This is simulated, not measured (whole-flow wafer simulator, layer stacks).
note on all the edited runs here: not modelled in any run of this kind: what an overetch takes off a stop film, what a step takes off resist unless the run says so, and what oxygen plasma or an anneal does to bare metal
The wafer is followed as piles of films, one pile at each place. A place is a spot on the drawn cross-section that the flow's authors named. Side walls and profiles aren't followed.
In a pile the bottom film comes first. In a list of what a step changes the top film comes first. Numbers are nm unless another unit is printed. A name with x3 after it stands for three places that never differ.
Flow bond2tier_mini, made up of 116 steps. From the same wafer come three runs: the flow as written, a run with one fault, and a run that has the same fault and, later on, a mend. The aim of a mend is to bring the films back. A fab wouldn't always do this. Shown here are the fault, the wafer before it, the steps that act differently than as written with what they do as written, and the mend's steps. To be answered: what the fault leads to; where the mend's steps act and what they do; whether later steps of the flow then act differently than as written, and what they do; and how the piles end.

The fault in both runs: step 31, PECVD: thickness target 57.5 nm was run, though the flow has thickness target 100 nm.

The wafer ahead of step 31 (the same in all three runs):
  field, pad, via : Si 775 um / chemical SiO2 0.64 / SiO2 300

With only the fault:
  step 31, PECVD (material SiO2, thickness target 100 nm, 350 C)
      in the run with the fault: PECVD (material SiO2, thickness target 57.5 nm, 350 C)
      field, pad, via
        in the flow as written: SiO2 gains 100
        in the run with the fault: SiO2 gains 57.5
  None of the later steps of the flow acts differently than as written at any place that is followed.
  By the end, the piles at field, pad depart from the flow's by more than 2% or 0.5 nm, whichever is larger.
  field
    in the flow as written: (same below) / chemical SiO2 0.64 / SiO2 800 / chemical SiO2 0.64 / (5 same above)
    in the run with the fault: (same below) / chemical SiO2 0.64 / SiO2 757.5 / chemical SiO2 0.64 / (5 same above)
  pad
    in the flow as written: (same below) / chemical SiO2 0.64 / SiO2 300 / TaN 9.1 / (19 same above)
    in the run with the fault: (same below) / chemical SiO2 0.64 / SiO2 257.5 / TaN 9.1 / (19 same above)

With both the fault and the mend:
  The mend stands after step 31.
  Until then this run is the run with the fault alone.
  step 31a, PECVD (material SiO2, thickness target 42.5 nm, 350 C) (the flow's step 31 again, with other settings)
      field, pad, via
        SiO2 gains 42.5
  None of the later steps of the flow acts differently than as written at any place that is followed.
  The piles end the same as the flow's at every place that both follow.
